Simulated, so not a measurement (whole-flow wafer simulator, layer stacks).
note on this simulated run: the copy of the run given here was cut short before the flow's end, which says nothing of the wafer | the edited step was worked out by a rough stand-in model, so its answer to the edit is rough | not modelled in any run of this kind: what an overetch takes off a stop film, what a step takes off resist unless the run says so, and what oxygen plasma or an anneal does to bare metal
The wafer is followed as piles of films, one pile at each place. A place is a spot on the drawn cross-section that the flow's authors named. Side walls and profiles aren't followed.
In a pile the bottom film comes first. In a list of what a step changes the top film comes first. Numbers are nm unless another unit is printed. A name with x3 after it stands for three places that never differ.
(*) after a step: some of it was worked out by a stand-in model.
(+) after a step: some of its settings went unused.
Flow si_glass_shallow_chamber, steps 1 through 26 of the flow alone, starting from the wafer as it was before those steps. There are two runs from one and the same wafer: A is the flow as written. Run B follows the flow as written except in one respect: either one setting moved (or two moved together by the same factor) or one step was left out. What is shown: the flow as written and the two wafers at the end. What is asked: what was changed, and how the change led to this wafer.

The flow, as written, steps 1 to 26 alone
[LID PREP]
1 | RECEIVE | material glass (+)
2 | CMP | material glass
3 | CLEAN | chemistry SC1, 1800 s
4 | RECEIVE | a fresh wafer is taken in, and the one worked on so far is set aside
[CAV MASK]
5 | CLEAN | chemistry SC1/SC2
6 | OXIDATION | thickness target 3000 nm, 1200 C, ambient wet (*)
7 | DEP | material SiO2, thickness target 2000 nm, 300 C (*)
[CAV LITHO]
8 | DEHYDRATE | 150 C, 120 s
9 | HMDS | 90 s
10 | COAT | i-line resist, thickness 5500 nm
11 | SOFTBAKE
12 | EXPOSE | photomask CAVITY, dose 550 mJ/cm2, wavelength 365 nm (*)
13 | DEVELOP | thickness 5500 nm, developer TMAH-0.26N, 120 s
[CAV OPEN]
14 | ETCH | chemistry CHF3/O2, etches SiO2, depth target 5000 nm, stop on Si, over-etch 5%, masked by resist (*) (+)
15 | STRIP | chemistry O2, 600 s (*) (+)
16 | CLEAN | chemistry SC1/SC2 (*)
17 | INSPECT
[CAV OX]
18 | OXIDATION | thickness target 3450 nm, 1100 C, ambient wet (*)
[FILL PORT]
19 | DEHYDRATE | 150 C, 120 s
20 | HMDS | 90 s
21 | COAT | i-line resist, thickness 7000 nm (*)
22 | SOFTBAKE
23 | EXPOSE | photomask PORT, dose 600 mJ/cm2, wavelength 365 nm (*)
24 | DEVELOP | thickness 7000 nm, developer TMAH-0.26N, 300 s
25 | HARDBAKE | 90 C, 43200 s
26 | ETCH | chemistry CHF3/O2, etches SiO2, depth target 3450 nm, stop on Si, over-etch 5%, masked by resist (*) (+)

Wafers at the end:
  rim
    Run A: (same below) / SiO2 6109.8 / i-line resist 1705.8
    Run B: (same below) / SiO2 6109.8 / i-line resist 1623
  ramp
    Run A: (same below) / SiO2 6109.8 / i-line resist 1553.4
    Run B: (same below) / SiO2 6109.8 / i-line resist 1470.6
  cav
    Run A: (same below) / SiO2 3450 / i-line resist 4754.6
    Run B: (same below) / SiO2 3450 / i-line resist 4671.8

Cause: step 26, ETCH: over-etch 7.88% was run, while the flow as written has over-etch 5%.

Step by step, how the change led to this:
  26 | ETCH | chemistry CHF3/O2, etches SiO2, depth target 3450 nm, stop on Si, over-etch 5%, masked by resist (*) (+)
      rim, ramp, cav: A i-line resist loses 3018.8 | B i-line resist loses 3101.6
      port: A SiO2 loses 3450 (all of it), Si loses 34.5 | B SiO2 loses 3450 (all of it), Si loses 54.4
      (and at 2 other places as well)
